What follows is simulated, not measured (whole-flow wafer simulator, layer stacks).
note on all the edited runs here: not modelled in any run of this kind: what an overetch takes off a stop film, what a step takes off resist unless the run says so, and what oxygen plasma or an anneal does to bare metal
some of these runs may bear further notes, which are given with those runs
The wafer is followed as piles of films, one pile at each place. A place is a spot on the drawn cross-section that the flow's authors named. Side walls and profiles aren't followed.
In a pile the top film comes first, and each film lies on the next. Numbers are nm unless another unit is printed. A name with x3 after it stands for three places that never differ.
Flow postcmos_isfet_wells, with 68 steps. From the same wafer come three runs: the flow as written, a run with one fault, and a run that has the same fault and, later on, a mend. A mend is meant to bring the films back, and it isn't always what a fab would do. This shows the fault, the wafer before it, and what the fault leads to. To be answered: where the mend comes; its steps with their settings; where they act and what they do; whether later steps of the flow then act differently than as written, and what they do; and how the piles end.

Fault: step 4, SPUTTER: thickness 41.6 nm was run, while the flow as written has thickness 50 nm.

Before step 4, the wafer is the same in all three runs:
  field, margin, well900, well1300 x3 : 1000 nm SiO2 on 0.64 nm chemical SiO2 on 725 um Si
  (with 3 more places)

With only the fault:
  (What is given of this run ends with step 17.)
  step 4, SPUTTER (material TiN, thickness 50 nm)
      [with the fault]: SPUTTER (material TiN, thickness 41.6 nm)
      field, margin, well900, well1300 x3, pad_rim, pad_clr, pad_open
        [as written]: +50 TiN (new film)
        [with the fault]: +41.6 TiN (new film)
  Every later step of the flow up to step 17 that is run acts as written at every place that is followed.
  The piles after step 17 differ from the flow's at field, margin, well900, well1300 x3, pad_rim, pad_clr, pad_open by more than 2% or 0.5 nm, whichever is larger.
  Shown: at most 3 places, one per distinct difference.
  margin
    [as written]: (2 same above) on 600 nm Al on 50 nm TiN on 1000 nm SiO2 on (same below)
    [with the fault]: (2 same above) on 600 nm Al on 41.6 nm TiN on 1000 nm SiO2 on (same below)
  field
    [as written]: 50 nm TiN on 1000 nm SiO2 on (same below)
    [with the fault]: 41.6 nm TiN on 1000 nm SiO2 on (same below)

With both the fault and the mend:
  The mend follows step 4.
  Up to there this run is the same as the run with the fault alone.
  step 4a, ETCH (chemistry peroxide tin strip, depth target 47.84 nm)
      field, margin, well900, well1300 x3, pad_rim, pad_clr, pad_open
        -41.6 TiN (all of it)
  step 4b, SPUTTER (material TiN, thickness 50 nm) (the flow's step 4, run once more)
      field, margin, well900, well1300 x3, pad_rim, pad_clr, pad_open
        +50 TiN (new film)
  Every later step of the flow that is run acts as written at every place that is followed.
  At every place that both follow, the piles at the end match the flow's.
